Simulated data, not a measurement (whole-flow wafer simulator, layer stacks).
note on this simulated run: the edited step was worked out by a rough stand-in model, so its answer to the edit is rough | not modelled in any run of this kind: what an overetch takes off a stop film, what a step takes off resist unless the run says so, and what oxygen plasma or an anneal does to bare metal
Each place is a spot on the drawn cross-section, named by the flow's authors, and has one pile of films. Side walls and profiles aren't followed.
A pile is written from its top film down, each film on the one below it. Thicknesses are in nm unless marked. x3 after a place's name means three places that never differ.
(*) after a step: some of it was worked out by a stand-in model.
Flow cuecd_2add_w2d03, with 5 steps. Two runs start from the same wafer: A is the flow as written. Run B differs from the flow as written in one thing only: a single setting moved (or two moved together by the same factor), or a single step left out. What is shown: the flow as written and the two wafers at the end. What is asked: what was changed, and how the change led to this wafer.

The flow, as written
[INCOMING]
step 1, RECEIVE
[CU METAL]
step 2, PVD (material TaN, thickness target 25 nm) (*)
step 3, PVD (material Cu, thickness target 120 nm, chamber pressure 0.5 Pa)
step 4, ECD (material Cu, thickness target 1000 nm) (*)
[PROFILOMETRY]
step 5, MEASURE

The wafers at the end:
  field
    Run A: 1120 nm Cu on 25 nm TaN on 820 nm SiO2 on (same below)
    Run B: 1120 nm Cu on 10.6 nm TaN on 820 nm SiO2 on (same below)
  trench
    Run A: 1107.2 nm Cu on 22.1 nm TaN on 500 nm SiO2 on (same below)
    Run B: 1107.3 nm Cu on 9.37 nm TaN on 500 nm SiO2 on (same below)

The reason: step 2, PVD: thickness target 10.6 nm was run, whereas the flow has thickness target 25 nm.
The wafer itself shows it: field has TaN 10.6, and step 2 as written asks for 25 nm.

The path from the change to this, step by step:
  step 2, PVD (material TaN, thickness target 25 nm) (*)
      field: A +25 TaN (new film) | B +10.6 TaN (new film)
      trench: A +22.1 TaN (new film) | B +9.37 TaN (new film)
